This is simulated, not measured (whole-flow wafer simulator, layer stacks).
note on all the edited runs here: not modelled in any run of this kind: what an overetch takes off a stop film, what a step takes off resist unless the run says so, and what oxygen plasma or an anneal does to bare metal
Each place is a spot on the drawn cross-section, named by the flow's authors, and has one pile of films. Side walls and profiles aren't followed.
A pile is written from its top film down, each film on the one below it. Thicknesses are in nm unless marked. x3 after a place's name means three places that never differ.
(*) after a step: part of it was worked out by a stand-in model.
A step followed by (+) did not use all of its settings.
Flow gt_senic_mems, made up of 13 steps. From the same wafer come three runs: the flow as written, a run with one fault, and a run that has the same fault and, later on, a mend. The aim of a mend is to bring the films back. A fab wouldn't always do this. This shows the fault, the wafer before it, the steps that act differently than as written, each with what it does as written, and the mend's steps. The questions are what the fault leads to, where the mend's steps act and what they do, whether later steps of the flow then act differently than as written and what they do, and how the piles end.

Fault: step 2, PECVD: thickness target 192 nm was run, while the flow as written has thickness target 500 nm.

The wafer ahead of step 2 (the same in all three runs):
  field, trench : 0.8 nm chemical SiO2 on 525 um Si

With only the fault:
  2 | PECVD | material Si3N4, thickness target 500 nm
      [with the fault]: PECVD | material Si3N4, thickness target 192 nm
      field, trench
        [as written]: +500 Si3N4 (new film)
        [with the fault]: +192 Si3N4 (new film)
  Later steps of the flow acting differently than as written (not shown: 2 more steps that differ only slightly, by at most 2% or 0.5 nm, whichever is larger):
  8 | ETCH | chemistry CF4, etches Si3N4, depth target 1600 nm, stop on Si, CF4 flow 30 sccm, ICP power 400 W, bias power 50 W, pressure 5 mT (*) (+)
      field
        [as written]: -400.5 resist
        [with the fault]: -195.2 resist
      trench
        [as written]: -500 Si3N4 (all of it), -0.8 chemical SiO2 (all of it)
        [with the fault]: -192 Si3N4 (all of it), -0.8 chemical SiO2 (all of it)
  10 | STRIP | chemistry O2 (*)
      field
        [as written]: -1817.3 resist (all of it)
        [with the fault]: -2022.6 resist (all of it)
  By the end, the piles at field depart from the flow's by more than 2% or 0.5 nm, whichever is larger.
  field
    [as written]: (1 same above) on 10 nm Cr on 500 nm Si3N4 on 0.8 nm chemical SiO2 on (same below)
    [with the fault]: (1 same above) on 10 nm Cr on 192 nm Si3N4 on 0.8 nm chemical SiO2 on (same below)

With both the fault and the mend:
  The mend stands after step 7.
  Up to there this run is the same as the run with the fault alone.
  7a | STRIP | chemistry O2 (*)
      field
        -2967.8 resist (all of it)
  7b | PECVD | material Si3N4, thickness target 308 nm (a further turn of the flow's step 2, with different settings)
      field, trench
        +308 Si3N4
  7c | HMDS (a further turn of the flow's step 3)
      does not change any film at any place that is followed
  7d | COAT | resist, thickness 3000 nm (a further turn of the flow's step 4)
      field, trench
        +3000 resist (new film)
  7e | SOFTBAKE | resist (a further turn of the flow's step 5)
      does not change any film at any place that is followed
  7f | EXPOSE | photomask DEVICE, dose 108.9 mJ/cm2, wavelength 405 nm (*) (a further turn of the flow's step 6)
      does not change any film at any place that is followed
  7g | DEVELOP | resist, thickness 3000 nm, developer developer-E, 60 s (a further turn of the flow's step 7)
      field
        -32.2 resist
      trench
        -3000 resist (all of it)
  Every later step of the flow that is run acts as written at every place that is followed.
  By the end, the piles equal the flow's at every place that both follow.
